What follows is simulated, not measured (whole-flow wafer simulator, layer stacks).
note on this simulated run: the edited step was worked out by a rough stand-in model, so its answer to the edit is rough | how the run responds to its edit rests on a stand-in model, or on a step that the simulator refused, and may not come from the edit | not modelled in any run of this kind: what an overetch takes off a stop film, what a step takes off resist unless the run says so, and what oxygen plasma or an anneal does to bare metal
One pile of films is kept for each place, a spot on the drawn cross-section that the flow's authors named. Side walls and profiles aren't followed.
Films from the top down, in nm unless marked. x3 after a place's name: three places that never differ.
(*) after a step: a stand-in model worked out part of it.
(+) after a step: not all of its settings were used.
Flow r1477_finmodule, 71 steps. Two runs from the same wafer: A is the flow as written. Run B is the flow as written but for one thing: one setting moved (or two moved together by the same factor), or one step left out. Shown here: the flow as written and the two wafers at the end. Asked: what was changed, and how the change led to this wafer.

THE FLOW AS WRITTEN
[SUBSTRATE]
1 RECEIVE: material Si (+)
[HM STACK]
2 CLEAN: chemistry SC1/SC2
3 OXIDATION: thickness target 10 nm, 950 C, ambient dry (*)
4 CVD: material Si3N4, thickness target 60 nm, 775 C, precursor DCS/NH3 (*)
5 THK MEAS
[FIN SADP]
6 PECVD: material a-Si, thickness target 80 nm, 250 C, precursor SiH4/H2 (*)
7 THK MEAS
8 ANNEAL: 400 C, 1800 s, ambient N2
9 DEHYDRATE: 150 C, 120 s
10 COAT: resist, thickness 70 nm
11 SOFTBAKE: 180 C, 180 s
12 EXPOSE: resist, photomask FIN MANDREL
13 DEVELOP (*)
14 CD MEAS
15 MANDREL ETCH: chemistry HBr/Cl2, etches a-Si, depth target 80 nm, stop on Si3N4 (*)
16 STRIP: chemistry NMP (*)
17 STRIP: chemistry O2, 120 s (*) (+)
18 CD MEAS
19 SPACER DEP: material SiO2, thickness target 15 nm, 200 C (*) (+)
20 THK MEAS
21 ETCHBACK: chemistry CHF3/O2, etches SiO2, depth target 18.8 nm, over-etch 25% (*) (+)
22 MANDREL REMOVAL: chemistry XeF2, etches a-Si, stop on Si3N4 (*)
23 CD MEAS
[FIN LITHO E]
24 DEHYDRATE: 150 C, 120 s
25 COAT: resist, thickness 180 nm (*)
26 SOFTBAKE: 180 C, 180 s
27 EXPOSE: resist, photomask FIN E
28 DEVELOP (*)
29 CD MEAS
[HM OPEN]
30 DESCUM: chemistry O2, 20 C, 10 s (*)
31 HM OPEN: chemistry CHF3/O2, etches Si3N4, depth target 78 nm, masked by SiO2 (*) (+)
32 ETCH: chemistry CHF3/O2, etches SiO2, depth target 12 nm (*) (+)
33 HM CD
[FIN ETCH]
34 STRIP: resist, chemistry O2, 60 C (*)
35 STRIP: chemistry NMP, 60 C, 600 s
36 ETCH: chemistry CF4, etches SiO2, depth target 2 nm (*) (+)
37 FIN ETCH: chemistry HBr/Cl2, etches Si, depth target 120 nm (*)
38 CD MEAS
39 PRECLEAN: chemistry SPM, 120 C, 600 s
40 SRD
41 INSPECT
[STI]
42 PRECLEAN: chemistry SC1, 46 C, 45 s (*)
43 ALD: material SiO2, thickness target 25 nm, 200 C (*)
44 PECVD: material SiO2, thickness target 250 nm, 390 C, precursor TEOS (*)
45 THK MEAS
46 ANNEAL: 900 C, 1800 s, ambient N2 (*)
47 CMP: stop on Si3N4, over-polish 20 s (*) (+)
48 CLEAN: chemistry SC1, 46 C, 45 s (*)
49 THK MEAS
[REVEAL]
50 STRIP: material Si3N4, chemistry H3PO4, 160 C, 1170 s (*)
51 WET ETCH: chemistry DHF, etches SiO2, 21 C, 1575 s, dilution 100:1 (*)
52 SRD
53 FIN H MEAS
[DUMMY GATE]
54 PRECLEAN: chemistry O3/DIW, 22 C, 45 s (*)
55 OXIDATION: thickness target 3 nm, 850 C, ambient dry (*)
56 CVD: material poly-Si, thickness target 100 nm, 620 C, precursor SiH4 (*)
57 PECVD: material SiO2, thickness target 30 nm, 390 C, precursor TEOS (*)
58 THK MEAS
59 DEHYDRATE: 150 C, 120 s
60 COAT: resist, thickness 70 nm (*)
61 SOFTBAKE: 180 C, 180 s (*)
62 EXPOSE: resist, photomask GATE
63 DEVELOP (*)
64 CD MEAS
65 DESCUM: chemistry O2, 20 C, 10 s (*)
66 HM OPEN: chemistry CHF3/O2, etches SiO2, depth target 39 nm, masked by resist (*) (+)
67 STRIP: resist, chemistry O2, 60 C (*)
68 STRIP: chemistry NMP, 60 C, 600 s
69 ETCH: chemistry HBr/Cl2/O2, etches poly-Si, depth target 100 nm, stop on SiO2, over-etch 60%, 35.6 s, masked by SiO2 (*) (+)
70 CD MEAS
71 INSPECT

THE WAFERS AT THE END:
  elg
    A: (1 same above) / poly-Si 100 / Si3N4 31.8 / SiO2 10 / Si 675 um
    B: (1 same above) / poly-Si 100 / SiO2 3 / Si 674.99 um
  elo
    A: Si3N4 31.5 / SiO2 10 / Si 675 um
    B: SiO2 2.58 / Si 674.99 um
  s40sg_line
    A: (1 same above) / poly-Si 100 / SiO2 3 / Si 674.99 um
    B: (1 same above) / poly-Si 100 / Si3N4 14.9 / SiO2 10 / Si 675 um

The cause: step 6, PECVD: thickness target 32 nm was run, where the flow has thickness target 80 nm.

How the change led to this, step by step:
  6 PECVD: material a-Si, thickness target 80 nm, 250 C, precursor SiH4/H2 (*)
      pad, padg, elg and 33 more: A a-Si +80 (new film) | B a-Si +32 (new film)
  15 MANDREL ETCH: chemistry HBr/Cl2, etches a-Si, depth target 80 nm, stop on Si3N4 (*)
      pad, padg, elg and 27 more: A a-Si -80 (all of it) | B a-Si -32 (all of it)
      s40cg, s45cg, s50cg, s40co, s45co, s50co: A resist -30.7 | B resist -18.4
  16 STRIP: chemistry NMP (*)
      s40cg, s45cg, s50cg, s40co, s45co, s50co: A resist -39.3 (all of it) | B resist -51.6 (all of it)
  21 ETCHBACK: chemistry CHF3/O2, etches SiO2, depth target 18.8 nm, over-etch 25% (*) (+)
      s40sg_line, s45sg_line, s50sg_line, s40so_line, s45so_line, s50so_line: A SiO2 +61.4 | B SiO2 +13.4
  22 MANDREL REMOVAL: chemistry XeF2, etches a-Si, stop on Si3N4 (*)
      s40cg, s45cg, s50cg, s40co, s45co, s50co: A a-Si -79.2 (all of it) | B a-Si -31.2 (all of it)
  25 COAT: resist, thickness 180 nm (*)
      s40cg, s40co: A resist +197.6 (new film) | B resist +185.6 (new film)
      s40sg, s40so: A resist +201.2 (new film) | B resist +189.2 (new film)
      (and at 14 more places)
  28 DEVELOP (*)
      s40cg, s40co: A resist -197.6 (all of it) | B resist -185.6 (all of it)
      s40sg, s40so: A resist -201.2 (all of it) | B resist -189.2 (all of it)
      (and at 14 more places)
  31 HM OPEN: chemistry CHF3/O2, etches Si3N4, depth target 78 nm, masked by SiO2 (*) (+)
      s40sg_line, s45sg_line, s50sg_line, s40so_line, s45so_line, s50so_line: A SiO2 -39 | B SiO2 -28.4 (all of it), Si3N4 -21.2
  32 ETCH: chemistry CHF3/O2, etches SiO2, depth target 12 nm (*) (+)
      s40sg_line, s45sg_line, s50sg_line, s40so_line, s45so_line, s50so_line: A SiO2 -12 | B Si3N4 -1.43
      pad, padg, e40sg and 11 more: A Si -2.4 | B Si -0.3
      (and at 16 more places)
  34 STRIP: resist, chemistry O2, 60 C (*)
      elg, e40lg, e100lg, e200lg, elo, e40lo, e100lo, e200lo: A resist -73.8 (all of it) | B resist -83.8 (all of it)
  36 ETCH: chemistry CF4, etches SiO2, depth target 2 nm (*) (+)
      elg, e40lg, e100lg, e200lg, elo, e40lo, e100lo, e200lo: A Si3N4 -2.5 | B nothing
      s40sg_line, s45sg_line, s50sg_line, s40so_line, s45so_line, s50so_line: A SiO2 -2 | B nothing
  37 FIN ETCH: chemistry HBr/Cl2, etches Si, depth target 120 nm (*)
      s40sg_line, s45sg_line, s50sg_line, s40so_line, s45so_line, s50so_line: A SiO2 -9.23 | B Si3N4 -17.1
  43 ALD: material SiO2, thickness target 25 nm, 200 C (*)
      s40sg_line, s45sg_line, s50sg_line, s40so_line, s45so_line, s50so_line: A SiO2 +25 | B SiO2 +25 (new film)
      s40cg, s45cg, s50cg, s40co, s45co, s50co: A SiO2 +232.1 (new film) | B SiO2 +176.1 (new film)
  47 CMP: stop on Si3N4, over-polish 20 s (*) (+)
      elg, e40lg, e100lg, e200lg, elo, e40lo, e100lo, e200lo: A SiO2 -241.6 | B SiO2 -263.8 (all of it), Si3N4 -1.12
      s40sg_line, s45sg_line, s50sg_line, s40so_line, s45so_line, s50so_line: A SiO2 -277.9 (all of it), Si3N4 -1.12 | B SiO2 -245.9
      (and at 22 more places)
  50 STRIP: material Si3N4, chemistry H3PO4, 160 C, 1170 s (*)
      elg, e40lg, e100lg, e200lg, elo, e40lo, e100lo, e200lo: A SiO2 -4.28 | B Si3N4 -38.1 (all of it), SiO2 -2.02
      s40sg_line, s45sg_line, s50sg_line, s40so_line, s45so_line, s50so_line: A Si3N4 -58.9 (all of it), SiO2 -1.37 | B SiO2 -4.28
  51 WET ETCH: chemistry DHF, etches SiO2, 21 C, 1575 s, dilution 100:1 (*)
      elg, e40lg, e100lg, e200lg, elo, e40lo, e100lo, e200lo: A SiO2 -17.8 (all of it), Si3N4 -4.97 | B SiO2 -7.98 (all of it)
      s40sg_line, s45sg_line, s50sg_line, s40so_line, s45so_line, s50so_line: A SiO2 -8.63 (all of it) | B SiO2 -13.6 (all of it), Si3N4 -5.32
  ... 6 more steps ...
  69 ETCH: chemistry HBr/Cl2/O2, etches poly-Si, depth target 100 nm, stop on SiO2, over-etch 60%, 35.6 s, masked by SiO2 (*) (+)
      s40co: A chemical SiO2 -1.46 (all of it), poly-Si -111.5 (all of it), SiO2 -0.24 | B chemical SiO2 -1.48 (all of it), poly-Si -157.5 (all of it)
      s45co: A chemical SiO2 -1.46 (all of it), poly-Si -110.9 (all of it), SiO2 -0.25 | B chemical SiO2 -1.48 (all of it), poly-Si -157.5 (all of it)
      (and at 1 more place)
